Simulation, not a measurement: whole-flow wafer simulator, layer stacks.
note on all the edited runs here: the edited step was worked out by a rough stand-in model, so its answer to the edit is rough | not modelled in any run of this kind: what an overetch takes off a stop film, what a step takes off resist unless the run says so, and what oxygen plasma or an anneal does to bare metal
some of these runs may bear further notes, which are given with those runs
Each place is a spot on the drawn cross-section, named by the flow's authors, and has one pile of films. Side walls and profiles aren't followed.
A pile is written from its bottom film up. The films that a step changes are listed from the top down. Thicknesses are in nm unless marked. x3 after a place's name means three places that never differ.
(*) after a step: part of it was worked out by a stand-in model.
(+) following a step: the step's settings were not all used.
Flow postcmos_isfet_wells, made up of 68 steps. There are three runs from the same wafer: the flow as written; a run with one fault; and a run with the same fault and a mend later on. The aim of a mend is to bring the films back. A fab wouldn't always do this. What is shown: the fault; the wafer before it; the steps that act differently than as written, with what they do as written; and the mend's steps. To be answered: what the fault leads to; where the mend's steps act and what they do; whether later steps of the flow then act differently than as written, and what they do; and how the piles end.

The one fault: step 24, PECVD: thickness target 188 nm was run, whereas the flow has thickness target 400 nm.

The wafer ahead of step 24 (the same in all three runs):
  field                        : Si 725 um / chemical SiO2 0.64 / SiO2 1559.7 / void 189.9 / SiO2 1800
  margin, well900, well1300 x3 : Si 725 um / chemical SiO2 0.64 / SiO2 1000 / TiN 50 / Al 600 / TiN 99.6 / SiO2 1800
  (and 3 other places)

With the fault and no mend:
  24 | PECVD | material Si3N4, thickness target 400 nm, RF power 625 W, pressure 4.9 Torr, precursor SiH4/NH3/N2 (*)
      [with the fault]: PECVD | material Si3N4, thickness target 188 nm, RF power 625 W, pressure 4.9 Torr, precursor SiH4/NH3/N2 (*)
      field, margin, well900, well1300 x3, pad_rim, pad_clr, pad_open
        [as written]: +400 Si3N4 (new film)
        [with the fault]: +188 Si3N4 (new film)
  Later steps of the flow acting differently than as written (2 more steps, not shown, differ only slightly: by at most 2% or 0.5 nm, whichever is larger):
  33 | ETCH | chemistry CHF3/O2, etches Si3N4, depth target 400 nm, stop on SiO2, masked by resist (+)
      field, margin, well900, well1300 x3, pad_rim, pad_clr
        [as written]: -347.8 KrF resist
        [with the fault]: -245.2 KrF resist
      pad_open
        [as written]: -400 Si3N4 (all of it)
        [with the fault]: -188 Si3N4 (all of it)
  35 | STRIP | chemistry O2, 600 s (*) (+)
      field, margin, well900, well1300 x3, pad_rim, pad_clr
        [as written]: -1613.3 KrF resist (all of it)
        [with the fault]: -1715.9 KrF resist (all of it)
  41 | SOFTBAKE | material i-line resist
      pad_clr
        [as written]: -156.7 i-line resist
        [with the fault]: -135.7 i-line resist
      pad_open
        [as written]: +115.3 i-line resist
        [with the fault]: +105.9 i-line resist
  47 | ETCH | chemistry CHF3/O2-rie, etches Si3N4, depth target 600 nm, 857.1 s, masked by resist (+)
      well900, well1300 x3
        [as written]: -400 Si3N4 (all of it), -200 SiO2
        [with the fault]: -188 Si3N4 (all of it), -412 SiO2
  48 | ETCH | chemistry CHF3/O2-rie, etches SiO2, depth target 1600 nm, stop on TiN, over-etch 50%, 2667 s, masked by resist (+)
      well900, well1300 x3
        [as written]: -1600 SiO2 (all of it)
        [with the fault]: -1388 SiO2 (all of it)
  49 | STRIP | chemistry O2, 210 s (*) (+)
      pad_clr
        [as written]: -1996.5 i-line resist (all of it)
        [with the fault]: -2083.8 i-line resist (all of it)
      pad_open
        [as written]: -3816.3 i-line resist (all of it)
        [with the fault]: -3730.8 i-line resist (all of it)
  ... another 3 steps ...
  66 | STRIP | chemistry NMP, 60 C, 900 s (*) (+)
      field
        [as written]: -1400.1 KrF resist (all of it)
        [with the fault]: -1500.7 KrF resist (all of it)
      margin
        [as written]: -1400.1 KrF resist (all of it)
        [with the fault]: -1500.6 KrF resist (all of it)
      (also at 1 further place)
  By the end, the piles at field, margin, pad_rim, pad_clr depart from the flow's by more than 2% or 0.5 nm, whichever is larger.
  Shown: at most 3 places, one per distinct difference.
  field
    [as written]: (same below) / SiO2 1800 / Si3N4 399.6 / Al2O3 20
    [with the fault]: (same below) / SiO2 1800 / Si3N4 187.6 / Al2O3 20
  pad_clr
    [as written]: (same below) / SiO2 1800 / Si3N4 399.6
    [with the fault]: (same below) / SiO2 1800 / Si3N4 187.6

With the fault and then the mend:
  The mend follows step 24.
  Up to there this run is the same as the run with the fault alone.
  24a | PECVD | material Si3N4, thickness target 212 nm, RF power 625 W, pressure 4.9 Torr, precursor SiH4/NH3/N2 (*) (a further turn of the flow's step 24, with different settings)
      field, margin, well900, well1300 x3, pad_rim, pad_clr, pad_open
        +212 Si3N4
  Later steps of the flow that are run all act as written at every place that is followed.
  The piles end the same as the flow's at every place that both follow.
